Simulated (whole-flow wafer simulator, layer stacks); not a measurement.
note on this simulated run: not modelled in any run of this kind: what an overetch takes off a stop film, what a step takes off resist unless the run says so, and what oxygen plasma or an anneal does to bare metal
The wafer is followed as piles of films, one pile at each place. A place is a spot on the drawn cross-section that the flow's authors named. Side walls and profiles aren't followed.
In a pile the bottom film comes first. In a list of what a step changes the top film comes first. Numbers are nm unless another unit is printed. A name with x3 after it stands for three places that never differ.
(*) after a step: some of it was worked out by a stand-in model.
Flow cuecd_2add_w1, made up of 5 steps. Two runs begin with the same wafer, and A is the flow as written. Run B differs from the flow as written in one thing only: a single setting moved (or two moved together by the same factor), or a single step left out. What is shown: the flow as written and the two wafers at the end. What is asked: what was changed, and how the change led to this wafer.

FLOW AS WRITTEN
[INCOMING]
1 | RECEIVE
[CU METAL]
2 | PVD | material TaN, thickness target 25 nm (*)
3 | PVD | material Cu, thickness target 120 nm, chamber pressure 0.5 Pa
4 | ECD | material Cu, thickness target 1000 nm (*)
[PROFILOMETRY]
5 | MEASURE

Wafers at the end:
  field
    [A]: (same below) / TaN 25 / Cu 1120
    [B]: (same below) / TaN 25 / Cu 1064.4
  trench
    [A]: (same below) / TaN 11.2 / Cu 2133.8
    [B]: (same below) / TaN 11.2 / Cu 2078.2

Cause: step 3, PVD: thickness target 64.4 nm was run, whereas the flow has thickness target 120 nm.

Step by step, how the change led to this:
  3 | PVD | material Cu, thickness target 120 nm, chamber pressure 0.5 Pa
      field: A +120 Cu (new film) | B +64.4 Cu (new film)
      trench: A +53.6 Cu (new film) | B +29.3 Cu (new film)
